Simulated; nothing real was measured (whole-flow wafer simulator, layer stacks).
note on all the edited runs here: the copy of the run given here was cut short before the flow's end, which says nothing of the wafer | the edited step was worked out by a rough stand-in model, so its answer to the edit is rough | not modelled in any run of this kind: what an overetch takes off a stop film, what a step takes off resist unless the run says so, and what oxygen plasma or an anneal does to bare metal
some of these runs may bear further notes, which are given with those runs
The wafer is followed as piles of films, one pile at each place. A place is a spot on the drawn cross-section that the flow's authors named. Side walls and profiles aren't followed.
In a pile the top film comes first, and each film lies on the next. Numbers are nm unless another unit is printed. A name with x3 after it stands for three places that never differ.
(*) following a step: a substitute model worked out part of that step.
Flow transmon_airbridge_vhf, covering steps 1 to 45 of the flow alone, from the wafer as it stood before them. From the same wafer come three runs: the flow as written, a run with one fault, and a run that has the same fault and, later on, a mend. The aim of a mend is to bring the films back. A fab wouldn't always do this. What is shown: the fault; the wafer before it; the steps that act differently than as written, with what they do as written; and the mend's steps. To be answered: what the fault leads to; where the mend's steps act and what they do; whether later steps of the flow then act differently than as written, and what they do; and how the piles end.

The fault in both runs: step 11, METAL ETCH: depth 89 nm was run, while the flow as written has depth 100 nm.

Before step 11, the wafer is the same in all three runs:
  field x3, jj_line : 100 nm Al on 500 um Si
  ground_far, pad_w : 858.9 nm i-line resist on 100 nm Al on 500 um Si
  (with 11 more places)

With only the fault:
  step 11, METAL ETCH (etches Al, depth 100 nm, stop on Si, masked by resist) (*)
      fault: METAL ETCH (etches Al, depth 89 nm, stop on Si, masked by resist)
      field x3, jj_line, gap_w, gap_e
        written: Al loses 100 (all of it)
        fault: Al loses 89
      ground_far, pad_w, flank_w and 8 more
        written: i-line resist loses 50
        fault: i-line resist loses 44.5
  Steps further on in the flow that do not act as written (20 more steps, not shown, differ only slightly: by at most 2% or 0.5 nm, whichever is larger):
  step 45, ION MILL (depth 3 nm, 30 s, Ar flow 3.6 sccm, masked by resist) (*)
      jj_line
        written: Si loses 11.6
        fault: Al loses 11 (all of it), Si loses 5.43
  At field x3, gap_w, gap_e, the piles at the end differ from the flow's by more than 2% or 0.5 nm, whichever is larger.
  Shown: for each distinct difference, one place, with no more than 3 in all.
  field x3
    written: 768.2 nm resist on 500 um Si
    fault: 768.2 nm resist on 11 nm Al on 500 um Si
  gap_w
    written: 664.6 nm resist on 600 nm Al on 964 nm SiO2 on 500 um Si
    fault: 661.5 nm resist on 600 nm Al on 964 nm SiO2 on 11 nm Al on 500 um Si

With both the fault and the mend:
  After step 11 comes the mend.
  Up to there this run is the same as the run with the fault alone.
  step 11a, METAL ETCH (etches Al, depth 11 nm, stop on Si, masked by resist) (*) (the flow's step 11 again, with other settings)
      ground_far, pad_w, flank_w and 8 more
        i-line resist loses 5.5
      field x3, jj_line, gap_w, gap_e
        Al loses 11 (all of it)
  None of the later steps of the flow acts differently than as written at any place that is followed.
  The piles end the same as the flow's at every place that both follow.
